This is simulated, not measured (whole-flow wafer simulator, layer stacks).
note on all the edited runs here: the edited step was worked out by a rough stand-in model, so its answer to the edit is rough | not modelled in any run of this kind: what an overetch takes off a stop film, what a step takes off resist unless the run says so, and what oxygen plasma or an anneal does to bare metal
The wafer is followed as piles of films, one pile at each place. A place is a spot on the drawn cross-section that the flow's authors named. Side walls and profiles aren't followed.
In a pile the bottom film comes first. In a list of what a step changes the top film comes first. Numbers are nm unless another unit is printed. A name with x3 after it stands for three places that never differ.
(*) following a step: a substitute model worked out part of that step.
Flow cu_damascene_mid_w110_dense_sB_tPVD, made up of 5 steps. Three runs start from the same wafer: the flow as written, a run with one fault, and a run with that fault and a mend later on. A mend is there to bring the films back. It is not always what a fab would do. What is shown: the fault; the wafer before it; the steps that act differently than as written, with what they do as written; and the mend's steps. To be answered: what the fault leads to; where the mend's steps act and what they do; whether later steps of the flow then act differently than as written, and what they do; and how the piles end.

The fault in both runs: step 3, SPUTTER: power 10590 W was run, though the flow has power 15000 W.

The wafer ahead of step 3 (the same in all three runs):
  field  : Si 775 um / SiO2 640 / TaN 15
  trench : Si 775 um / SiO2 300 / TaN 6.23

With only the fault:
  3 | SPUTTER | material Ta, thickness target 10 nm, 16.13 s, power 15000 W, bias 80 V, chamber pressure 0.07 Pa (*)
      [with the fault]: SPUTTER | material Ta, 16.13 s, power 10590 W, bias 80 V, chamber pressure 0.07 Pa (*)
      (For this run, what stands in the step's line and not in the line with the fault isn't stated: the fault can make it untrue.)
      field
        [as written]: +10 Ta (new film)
        [with the fault]: +7.06 Ta (new film)
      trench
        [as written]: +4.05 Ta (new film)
        [with the fault]: +2.67 Ta (new film)
  Every later step of the flow that is run acts as written, at every place that is followed, to within 2% or 0.5 nm, whichever is larger.
  By the end, the piles at field, trench depart from the flow's by more than 2% or 0.5 nm, whichever is larger.
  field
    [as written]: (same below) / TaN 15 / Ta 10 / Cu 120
    [with the fault]: (same below) / TaN 15 / Ta 7.06 / Cu 120
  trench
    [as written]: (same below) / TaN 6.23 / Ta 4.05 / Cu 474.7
    [with the fault]: (same below) / TaN 6.23 / Ta 2.67 / Cu 473.2

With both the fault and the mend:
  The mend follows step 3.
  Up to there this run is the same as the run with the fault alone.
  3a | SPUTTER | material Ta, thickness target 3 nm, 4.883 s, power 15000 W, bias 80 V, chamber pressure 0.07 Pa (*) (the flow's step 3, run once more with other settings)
      field
        +3 Ta
      trench
        +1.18 Ta
  Every later step of the flow that is run acts as written, at every place that is followed, to within 2% or 0.5 nm, whichever is larger.
  At the end the piles are close to the flow's at the places that both follow, differing by at most 2% or 0.5 nm, whichever is larger.
